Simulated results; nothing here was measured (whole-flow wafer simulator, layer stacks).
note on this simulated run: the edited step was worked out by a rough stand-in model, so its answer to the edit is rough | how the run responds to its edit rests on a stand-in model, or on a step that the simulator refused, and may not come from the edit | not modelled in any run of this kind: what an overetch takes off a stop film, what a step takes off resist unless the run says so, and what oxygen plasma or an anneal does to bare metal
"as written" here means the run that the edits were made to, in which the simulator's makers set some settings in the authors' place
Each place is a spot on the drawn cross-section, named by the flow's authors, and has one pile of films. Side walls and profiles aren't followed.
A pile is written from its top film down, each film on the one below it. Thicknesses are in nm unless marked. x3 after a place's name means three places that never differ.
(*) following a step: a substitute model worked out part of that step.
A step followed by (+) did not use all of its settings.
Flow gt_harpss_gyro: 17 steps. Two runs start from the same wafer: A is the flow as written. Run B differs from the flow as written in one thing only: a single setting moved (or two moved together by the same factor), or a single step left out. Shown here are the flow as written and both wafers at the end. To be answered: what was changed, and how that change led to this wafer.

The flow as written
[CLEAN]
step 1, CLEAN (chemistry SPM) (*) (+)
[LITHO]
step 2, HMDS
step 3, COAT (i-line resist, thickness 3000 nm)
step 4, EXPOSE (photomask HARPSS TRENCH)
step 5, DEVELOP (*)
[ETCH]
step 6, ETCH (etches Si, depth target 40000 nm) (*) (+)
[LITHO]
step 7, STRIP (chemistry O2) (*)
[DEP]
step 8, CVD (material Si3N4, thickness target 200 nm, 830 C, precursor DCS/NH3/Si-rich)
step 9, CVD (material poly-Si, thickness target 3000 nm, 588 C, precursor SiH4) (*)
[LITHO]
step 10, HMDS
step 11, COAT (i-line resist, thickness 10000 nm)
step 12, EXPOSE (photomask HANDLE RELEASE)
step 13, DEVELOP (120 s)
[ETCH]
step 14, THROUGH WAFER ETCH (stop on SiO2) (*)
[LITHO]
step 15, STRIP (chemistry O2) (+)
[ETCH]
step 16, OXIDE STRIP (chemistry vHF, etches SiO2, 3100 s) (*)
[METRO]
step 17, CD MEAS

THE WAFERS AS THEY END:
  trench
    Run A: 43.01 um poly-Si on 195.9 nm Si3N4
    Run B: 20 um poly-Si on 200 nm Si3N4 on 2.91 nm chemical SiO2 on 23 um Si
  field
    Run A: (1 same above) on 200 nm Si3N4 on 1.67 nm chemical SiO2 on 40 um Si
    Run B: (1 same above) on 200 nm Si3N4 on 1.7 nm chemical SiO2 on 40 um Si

Cause: step 6, ETCH: depth target 17000 nm was run, while the flow as written has depth target 40000 nm.

Step by step, how the change led to this:
  step 6, ETCH (etches Si, depth target 40000 nm) (*) (+)
      trench: A -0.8 chemical SiO2 (all of it), -40 um Si (all of it) | B -0.8 chemical SiO2 (all of it), -17 um Si
      field: A -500 i-line resist | B -212.5 i-line resist
  step 7, STRIP (chemistry O2) (*)
      trench: A nothing | B +2.91 chemical SiO2 (new film), -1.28 Si
      field: A -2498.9 i-line resist (all of it), +0.87 chemical SiO2, -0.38 Si | B -2786.4 i-line resist (all of it), +0.9 chemical SiO2, -0.4 Si
  step 8, CVD (material Si3N4, thickness target 200 nm, 830 C, precursor DCS/NH3/Si-rich)
      trench: A +195.9 Si3N4 (new film) | B +200 Si3N4 (new film)
  step 9, CVD (material poly-Si, thickness target 3000 nm, 588 C, precursor SiH4) (*)
      trench: A +43.01 um poly-Si (new film) | B +20 um poly-Si (new film)
